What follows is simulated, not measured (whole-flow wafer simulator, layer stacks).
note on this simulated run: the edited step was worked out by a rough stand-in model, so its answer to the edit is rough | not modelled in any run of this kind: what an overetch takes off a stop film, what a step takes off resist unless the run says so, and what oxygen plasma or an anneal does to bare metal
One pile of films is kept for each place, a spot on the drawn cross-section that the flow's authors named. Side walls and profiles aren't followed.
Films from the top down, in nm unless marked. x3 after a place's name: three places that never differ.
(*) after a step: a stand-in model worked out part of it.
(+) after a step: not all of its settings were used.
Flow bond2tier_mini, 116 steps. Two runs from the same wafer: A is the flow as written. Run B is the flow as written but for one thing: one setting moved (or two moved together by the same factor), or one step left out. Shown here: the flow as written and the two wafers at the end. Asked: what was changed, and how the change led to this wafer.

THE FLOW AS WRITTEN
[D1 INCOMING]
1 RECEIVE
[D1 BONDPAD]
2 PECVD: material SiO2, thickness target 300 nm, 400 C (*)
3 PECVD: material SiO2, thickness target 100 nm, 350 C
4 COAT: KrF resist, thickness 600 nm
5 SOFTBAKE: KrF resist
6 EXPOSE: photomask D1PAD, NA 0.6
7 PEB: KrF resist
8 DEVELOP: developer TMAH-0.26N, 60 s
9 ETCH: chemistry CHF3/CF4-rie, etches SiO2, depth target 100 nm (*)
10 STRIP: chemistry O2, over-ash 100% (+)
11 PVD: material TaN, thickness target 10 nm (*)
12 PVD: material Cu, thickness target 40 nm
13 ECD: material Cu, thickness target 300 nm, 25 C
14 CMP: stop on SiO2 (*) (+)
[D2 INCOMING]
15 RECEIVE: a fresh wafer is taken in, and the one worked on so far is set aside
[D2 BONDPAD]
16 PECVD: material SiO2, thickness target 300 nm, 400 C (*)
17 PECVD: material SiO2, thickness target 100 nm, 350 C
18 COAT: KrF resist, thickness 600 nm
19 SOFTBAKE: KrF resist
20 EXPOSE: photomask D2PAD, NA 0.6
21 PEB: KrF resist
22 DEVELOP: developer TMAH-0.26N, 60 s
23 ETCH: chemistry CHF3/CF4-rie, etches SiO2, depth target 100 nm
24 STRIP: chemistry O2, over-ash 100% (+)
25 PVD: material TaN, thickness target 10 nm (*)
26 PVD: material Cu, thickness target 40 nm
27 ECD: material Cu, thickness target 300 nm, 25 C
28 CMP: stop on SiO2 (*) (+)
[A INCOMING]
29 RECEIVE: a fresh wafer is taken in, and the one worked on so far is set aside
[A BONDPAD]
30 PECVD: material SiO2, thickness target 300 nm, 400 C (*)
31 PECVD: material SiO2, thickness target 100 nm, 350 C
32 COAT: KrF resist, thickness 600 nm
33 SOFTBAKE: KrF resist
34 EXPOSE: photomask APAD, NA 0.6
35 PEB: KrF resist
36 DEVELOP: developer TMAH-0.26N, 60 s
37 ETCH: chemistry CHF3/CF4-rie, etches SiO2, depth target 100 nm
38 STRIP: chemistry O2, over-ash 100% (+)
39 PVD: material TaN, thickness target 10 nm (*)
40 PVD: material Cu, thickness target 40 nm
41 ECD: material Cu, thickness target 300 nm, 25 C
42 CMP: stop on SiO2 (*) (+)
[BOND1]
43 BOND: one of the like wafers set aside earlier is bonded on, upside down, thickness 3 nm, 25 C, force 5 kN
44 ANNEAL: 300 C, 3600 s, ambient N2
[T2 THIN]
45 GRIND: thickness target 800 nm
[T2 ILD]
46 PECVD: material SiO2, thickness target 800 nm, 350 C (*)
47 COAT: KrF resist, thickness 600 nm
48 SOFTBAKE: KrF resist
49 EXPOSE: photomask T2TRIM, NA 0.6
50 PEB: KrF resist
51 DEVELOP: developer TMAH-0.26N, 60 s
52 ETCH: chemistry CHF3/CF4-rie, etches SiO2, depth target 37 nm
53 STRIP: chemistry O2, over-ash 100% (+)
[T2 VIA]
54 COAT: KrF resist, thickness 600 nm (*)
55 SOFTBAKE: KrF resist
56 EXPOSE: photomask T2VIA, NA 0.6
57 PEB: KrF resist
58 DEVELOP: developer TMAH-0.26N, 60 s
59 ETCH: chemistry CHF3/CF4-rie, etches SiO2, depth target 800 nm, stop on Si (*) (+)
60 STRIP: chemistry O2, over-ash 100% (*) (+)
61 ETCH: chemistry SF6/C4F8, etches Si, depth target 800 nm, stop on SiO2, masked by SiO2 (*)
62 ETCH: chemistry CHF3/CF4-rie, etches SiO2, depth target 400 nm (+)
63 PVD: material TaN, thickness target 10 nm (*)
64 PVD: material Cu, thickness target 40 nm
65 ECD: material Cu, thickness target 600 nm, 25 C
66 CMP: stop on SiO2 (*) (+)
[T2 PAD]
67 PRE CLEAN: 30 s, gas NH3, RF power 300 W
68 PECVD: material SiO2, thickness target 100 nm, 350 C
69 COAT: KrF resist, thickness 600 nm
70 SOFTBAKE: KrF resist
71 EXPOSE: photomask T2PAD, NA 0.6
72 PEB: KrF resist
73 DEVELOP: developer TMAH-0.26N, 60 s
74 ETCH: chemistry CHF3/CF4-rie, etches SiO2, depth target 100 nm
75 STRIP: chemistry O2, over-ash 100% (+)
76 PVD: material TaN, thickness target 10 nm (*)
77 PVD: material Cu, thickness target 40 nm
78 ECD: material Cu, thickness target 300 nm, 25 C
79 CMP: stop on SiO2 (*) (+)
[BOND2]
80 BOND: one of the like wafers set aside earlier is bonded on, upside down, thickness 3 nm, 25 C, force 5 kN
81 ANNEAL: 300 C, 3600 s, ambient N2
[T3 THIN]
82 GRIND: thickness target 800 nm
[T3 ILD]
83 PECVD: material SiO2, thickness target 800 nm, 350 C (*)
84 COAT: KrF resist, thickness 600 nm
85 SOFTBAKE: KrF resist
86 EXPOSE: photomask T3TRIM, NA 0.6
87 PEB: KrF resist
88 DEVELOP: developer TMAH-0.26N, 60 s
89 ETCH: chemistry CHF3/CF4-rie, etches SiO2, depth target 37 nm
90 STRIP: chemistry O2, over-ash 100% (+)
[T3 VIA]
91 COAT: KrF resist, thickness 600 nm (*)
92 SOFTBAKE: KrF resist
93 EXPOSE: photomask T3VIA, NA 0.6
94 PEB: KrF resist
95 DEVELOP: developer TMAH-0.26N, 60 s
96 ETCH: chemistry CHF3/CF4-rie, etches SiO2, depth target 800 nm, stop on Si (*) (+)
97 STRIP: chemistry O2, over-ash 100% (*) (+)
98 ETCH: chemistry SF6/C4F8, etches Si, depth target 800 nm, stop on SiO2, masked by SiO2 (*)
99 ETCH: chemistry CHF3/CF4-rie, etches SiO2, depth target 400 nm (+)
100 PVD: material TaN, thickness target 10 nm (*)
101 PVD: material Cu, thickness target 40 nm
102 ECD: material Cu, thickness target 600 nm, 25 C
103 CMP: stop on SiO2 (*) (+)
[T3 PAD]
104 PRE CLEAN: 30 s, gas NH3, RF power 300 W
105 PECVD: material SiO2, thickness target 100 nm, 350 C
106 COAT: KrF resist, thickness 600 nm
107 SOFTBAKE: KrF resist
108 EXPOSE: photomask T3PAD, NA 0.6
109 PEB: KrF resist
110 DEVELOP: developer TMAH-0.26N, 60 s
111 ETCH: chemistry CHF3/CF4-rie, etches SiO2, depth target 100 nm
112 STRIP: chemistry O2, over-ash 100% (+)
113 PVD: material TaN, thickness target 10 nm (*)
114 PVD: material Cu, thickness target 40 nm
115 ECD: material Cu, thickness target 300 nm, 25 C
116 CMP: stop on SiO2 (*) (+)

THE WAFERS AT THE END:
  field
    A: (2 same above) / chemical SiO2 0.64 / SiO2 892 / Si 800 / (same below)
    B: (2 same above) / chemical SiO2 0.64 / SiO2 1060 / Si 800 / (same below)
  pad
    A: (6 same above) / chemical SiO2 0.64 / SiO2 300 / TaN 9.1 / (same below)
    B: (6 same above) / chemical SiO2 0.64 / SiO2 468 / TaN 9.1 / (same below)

The cause: step 16, PECVD: thickness target 468 nm was run, where the flow has thickness target 300 nm.
It can be read off the wafer: pad has SiO2 468, and step 16 as written asks for 300 nm.

How the change led to this, step by step:
  16 PECVD: material SiO2, thickness target 300 nm, 400 C (*)
      field, pad, via: A SiO2 +300 (new film) | B SiO2 +468 (new film)
  80 BOND: one of the like wafers set aside earlier is bonded on, upside down, thickness 3 nm, 25 C, force 5 kN
      field: A Si +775 um (new film), chemical SiO2 +0.64 (new film), SiO2 +400 | B Si +775 um (new film), chemical SiO2 +0.64 (new film), SiO2 +568
      pad: A Si +775 um (new film), chemical SiO2 +0.64 (new film), SiO2 +300 (new film), TaN +9.1 (new film), Cu +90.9 | B Si +775 um (new film), chemical SiO2 +0.64 (new film), SiO2 +468 (new film), TaN +9.1 (new film), Cu +90.9
